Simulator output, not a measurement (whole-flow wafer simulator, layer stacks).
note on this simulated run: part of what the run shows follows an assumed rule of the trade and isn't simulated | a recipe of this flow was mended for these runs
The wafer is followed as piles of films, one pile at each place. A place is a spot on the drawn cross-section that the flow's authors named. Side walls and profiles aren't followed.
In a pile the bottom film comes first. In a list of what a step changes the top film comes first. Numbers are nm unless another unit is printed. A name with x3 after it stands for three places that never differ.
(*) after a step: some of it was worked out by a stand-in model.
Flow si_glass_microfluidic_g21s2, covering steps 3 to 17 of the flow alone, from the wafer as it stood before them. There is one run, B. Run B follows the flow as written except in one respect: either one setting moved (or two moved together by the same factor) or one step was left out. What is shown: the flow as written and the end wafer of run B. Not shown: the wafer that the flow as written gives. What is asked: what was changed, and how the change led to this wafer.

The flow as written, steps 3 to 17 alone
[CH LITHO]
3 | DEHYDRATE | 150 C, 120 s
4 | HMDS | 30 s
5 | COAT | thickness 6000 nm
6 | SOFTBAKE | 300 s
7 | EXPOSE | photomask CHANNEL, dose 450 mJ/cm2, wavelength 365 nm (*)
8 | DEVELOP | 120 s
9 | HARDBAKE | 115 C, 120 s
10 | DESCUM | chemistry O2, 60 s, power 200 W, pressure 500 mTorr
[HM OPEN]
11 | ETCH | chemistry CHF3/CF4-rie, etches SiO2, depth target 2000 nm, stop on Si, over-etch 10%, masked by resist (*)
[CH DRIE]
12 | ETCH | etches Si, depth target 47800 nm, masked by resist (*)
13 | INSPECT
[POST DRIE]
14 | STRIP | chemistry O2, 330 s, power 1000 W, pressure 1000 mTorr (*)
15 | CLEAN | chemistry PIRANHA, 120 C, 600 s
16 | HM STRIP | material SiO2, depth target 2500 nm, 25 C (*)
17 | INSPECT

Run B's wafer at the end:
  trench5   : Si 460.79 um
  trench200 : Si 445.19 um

The reason: step 5, COAT: thickness 5100 nm was run, while the flow as written has thickness 6000 nm.

The path from the change to this, step by step:
  5 | COAT | thickness 6000 nm
      land, trench20, trench5, trench200: +5100 thick-i-line-resist (new film) (it would be, as written: +6000 thick-i-line-resist (new film))
  8 | DEVELOP | 120 s
      trench20, trench5, trench200: -5100 thick-i-line-resist (all of it) (it would be, as written: -6000 thick-i-line-resist (all of it))
  9 | HARDBAKE | 115 C, 120 s
      land: -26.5 thick-i-line-resist (it would be, as written: -33.5 thick-i-line-resist)
  12 | ETCH | etches Si, depth target 47800 nm, masked by resist (*)
      trench5: -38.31 um Si (it would be, as written: -38.09 um Si)
      trench200: -53.91 um Si (it would be, as written: -54.08 um Si)
  14 | STRIP | chemistry O2, 330 s, power 1000 W, pressure 1000 mTorr (*)
      land: -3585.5 thick-i-line-resist (all of it) (it would be, as written: -4476.3 thick-i-line-resist (all of it))
